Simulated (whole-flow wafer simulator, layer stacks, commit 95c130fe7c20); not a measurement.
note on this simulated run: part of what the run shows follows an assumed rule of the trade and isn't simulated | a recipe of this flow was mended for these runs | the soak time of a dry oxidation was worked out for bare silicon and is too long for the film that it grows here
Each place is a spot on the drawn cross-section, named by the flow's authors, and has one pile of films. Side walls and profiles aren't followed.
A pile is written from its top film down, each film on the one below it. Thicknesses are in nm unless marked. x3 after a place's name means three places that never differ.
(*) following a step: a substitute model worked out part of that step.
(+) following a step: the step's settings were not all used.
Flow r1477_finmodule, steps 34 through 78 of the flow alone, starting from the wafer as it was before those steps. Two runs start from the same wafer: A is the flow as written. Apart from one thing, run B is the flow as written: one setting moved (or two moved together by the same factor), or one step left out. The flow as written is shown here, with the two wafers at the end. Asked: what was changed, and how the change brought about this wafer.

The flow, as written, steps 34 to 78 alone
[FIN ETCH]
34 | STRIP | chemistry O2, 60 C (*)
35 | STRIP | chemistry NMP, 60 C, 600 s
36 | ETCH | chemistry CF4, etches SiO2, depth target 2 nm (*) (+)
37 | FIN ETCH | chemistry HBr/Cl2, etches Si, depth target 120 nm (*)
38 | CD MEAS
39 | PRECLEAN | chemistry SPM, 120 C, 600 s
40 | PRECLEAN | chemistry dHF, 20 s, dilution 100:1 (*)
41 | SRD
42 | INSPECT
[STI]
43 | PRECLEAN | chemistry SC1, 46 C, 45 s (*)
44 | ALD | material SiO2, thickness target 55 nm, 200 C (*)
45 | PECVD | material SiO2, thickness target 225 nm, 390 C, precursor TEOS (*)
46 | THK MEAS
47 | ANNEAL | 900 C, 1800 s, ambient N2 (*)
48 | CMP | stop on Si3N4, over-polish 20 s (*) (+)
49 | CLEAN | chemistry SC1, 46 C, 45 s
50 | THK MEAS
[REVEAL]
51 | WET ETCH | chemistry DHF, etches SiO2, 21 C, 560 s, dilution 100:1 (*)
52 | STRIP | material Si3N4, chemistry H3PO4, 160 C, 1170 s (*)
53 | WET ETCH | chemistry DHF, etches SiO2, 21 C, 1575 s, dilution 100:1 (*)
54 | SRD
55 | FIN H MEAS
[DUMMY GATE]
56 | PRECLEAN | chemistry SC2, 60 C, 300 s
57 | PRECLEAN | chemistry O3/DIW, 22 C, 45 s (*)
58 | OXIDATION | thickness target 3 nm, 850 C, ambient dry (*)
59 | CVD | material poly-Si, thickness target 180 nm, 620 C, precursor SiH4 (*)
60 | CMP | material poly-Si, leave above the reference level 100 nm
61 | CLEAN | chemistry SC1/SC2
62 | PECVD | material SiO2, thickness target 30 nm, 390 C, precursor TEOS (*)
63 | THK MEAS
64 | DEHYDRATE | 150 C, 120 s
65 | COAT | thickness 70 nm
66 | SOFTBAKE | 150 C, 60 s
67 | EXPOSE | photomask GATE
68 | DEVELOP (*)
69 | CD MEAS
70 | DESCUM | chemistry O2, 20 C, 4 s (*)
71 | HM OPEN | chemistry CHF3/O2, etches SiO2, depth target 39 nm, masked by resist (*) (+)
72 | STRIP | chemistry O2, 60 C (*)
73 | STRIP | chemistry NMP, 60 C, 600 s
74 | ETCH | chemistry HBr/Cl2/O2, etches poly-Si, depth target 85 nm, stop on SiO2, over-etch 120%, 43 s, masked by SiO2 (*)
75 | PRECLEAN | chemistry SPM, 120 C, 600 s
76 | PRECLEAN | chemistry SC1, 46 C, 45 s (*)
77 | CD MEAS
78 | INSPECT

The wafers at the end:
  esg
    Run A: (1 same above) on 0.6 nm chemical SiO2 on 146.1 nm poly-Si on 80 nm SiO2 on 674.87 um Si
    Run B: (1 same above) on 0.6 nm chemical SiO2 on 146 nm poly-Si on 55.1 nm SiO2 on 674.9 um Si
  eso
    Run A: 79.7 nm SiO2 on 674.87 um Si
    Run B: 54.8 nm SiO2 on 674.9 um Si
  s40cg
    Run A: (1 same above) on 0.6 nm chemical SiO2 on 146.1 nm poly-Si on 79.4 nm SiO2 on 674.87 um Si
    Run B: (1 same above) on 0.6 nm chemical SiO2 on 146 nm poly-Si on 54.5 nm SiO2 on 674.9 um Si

The reason: step 37, FIN ETCH: depth target 95 nm was run, while the flow as written has depth target 120 nm.

How this came from the change, step by step:
  37 | FIN ETCH | chemistry HBr/Cl2, etches Si, depth target 120 nm (*)
      pad, padg, esg and 19 more: A -120 Si | B -95 Si
      elg x4, elo x4: A -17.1 Si3N4 | B -13.6 Si3N4
      (also at 6 further places)
  44 | ALD | material SiO2, thickness target 55 nm, 200 C (*)
      esg, e40sg, e100sg, e200sg, eso, e40so, e100so, e200so: A +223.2 SiO2 (new film) | B +201.8 SiO2 (new film)
      s40cg, s45cg, s50cg, s40co, s45co, s50co: A +263.2 SiO2 (new film) | B +240.1 SiO2 (new film)
      (also at 6 further places)
  48 | CMP | stop on Si3N4, over-polish 20 s (*) (+)
      pad, padg: A -79.4 SiO2 | B -104.4 SiO2
  51 | WET ETCH | chemistry DHF, etches SiO2, 21 C, 560 s, dilution 100:1 (*)
      elg x4, elo x4: A -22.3 SiO2 (all of it), -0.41 Si3N4 | B -18.7 SiO2 (all of it), -0.59 Si3N4
  52 | STRIP | material Si3N4, chemistry H3PO4, 160 C, 1170 s (*)
      elg x4, elo x4: A -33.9 Si3N4 (all of it), -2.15 SiO2 | B -37.3 Si3N4 (all of it), -2.04 SiO2
  60 | CMP | material poly-Si, leave above the reference level 100 nm
      pad, padg: A -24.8 poly-Si | B -25.6 poly-Si
